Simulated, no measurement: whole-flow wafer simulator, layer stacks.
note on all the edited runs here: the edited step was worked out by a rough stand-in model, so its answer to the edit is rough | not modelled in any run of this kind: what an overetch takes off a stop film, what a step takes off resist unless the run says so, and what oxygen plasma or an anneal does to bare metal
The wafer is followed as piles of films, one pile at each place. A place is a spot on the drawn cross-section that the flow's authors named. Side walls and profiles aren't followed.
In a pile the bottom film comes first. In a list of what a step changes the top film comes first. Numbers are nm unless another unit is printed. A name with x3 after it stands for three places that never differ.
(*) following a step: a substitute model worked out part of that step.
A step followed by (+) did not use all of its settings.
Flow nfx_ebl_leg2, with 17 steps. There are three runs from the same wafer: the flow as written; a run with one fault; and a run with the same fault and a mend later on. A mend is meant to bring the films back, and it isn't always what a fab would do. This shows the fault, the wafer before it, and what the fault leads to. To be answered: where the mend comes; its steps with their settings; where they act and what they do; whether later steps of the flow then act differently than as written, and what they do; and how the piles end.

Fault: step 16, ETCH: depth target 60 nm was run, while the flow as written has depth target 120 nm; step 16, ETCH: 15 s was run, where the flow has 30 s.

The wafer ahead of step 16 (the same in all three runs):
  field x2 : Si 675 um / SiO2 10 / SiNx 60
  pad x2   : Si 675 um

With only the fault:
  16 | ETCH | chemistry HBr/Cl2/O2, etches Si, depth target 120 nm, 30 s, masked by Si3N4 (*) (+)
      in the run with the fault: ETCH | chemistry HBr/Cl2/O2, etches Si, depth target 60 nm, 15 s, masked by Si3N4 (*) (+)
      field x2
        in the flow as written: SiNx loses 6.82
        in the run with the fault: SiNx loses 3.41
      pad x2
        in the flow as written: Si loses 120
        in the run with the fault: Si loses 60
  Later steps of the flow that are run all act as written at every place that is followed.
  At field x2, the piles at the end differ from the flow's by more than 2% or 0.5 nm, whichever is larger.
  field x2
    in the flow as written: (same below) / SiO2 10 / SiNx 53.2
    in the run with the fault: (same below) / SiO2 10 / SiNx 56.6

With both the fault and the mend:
  After step 17 comes the mend.
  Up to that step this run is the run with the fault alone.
  17a | ETCH | chemistry HBr/Cl2/O2, etches Si, depth target 60 nm, 15 s, masked by Si3N4 (*) (+) (a further turn of the flow's step 16, with different settings)
      field x2
        SiNx loses 3.41
      pad x2
        Si loses 60
  Later steps of the flow that are run all act as written at every place that is followed.
  At every place that both follow, the piles at the end match the flow's.
